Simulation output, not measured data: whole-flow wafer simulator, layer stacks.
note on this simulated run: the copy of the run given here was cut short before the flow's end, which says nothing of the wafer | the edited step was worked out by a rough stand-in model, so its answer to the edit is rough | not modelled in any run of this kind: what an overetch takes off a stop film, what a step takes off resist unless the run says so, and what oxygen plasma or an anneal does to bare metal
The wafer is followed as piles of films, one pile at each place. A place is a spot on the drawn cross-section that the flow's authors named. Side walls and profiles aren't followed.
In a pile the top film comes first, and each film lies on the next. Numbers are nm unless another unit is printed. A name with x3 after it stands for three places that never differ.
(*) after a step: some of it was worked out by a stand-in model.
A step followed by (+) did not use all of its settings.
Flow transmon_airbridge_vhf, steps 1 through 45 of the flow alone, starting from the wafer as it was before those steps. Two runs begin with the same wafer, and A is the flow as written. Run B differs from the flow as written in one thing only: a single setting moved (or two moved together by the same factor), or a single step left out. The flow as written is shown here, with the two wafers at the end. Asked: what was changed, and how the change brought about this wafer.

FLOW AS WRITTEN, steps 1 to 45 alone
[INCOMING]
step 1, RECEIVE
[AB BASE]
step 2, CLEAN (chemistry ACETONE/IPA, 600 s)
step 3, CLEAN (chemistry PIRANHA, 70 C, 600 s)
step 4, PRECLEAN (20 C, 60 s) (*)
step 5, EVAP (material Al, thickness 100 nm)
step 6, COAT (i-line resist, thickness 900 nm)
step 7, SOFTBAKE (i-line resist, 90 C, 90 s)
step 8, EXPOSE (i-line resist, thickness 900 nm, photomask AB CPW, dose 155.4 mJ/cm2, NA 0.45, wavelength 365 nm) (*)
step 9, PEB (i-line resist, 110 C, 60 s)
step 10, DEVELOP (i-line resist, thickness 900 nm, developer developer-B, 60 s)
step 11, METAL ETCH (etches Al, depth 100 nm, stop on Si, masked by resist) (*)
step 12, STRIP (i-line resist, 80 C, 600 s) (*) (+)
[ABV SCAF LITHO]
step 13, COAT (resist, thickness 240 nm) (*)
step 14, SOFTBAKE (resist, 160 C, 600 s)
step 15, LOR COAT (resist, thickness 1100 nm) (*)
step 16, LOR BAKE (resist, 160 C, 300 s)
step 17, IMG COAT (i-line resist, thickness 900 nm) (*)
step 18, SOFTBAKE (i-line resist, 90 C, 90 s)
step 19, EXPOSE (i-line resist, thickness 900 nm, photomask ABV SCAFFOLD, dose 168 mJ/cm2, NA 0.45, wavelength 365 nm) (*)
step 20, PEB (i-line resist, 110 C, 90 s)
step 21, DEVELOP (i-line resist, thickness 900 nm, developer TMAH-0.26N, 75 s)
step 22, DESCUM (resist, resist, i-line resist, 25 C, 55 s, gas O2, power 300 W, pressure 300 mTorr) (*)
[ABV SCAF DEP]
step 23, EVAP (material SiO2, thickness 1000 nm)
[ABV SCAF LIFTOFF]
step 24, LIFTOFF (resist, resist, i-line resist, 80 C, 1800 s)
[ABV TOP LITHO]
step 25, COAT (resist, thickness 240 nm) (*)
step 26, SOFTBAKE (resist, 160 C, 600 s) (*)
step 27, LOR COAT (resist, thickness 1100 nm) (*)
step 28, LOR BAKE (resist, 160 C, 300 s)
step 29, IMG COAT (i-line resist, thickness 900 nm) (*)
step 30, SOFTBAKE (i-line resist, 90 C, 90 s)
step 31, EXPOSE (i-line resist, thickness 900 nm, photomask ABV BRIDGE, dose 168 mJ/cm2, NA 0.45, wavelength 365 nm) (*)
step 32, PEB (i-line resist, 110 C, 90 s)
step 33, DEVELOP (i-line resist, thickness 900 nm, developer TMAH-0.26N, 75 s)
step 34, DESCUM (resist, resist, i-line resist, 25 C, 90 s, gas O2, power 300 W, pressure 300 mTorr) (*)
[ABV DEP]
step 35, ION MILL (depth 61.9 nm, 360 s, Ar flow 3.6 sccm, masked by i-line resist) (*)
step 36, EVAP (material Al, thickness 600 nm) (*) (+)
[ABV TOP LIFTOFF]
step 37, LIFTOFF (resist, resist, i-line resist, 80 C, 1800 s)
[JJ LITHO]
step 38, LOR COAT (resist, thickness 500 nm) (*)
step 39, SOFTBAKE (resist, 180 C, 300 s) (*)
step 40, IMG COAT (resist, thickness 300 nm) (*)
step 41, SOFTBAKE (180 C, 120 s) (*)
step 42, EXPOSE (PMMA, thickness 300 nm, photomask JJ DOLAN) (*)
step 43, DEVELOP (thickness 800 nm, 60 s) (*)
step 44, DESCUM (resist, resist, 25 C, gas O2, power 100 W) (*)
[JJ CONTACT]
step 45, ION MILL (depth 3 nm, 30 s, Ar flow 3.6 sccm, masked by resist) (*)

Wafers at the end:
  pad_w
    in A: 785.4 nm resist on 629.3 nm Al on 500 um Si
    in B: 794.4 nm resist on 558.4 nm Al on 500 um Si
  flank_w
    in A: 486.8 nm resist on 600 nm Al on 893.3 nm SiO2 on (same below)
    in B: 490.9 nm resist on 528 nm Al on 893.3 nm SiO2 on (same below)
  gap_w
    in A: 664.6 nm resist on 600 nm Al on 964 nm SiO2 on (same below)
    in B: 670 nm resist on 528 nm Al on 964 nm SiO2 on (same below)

The reason: step 36, EVAP: thickness 528 nm was run, while the flow as written has thickness 600 nm.
The wafer lets one read it off: flank_w has Al 528, and step 36 as written asks for 600 nm.

Step by step, how the change led to this:
  step 36, EVAP (material Al, thickness 600 nm) (*) (+)
      field x3, jj_line, ground_far and 10 more: A Al gains 600 (new film) | B Al gains 528 (new film)
      pad_w, pad_e: A Al gains 591.2 | B Al gains 520.3
  step 37, LIFTOFF (resist, resist, i-line resist, 80 C, 1800 s)
      field x3, jj_line, trace_open_s x2: A Al loses 600 (all of it), i-line resist loses 600 (all of it), resist loses 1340 (all of it) | B Al loses 528 (all of it), i-line resist loses 600 (all of it), resist loses 1340 (all of it)
      margin_s, margin_n: A Al loses 600 (all of it), i-line resist loses 318.3 (all of it), resist loses 992 (all of it) | B Al loses 528 (all of it), i-line resist loses 318.3 (all of it), resist loses 992 (all of it)
      (also at 1 further place)
  step 38, LOR COAT (resist, thickness 500 nm) (*)
      bridge_strip: A resist gains 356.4 (new film) | B resist gains 364.3 (new film)
  step 40, IMG COAT (resist, thickness 300 nm) (*)
      bridge_strip: A resist gains 197.1 | B resist gains 201.3
